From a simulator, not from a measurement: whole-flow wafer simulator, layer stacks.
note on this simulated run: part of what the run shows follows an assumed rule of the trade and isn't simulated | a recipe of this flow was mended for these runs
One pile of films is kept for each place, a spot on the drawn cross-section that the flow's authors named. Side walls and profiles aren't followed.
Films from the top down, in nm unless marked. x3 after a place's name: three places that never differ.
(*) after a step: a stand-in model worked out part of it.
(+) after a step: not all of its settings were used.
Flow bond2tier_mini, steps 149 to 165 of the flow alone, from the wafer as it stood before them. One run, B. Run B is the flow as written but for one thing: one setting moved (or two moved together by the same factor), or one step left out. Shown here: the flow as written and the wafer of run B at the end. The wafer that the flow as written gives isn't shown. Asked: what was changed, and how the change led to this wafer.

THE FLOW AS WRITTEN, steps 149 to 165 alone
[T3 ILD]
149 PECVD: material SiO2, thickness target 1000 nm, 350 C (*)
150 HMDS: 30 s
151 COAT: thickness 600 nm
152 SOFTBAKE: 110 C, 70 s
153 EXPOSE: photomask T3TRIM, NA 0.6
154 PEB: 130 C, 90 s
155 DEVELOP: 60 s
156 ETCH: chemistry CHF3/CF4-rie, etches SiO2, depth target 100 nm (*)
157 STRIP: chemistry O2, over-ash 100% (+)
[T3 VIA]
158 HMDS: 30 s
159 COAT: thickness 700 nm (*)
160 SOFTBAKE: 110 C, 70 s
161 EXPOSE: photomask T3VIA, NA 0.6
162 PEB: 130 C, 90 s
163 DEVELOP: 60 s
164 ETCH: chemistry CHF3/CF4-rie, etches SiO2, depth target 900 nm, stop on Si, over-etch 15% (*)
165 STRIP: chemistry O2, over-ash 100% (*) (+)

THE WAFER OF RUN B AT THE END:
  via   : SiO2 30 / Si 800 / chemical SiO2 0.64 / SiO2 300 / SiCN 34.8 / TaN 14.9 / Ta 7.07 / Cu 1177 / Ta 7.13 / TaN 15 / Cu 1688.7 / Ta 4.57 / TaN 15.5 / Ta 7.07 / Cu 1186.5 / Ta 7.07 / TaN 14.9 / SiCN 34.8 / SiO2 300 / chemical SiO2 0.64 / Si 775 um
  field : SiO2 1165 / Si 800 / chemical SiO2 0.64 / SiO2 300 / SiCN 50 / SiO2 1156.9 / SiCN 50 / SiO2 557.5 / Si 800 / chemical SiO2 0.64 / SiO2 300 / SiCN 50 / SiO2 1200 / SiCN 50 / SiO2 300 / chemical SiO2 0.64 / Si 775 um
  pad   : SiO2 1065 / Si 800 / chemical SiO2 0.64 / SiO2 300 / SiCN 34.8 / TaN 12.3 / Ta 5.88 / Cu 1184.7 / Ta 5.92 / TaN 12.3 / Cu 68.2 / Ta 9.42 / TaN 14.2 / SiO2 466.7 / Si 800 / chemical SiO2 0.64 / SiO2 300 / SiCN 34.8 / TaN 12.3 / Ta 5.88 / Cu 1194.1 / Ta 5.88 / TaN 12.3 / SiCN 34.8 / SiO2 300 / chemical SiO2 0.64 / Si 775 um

The cause: step 149, PECVD: thickness target 1165 nm was run, where the flow has thickness target 1000 nm.
It can be read off the wafer: field has SiO2 1165, and step 149 as written asks for 1000 nm.

How the change led to this, step by step:
  149 PECVD: material SiO2, thickness target 1000 nm, 350 C (*)
      field, pad, via: SiO2 +1165 (new film) (as written it would be: SiO2 +1000 (new film))
  164 ETCH: chemistry CHF3/CF4-rie, etches SiO2, depth target 900 nm, stop on Si, over-etch 15% (*)
      via: SiO2 -1035 (as written it would be: SiO2 -900 (all of it), Si -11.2)
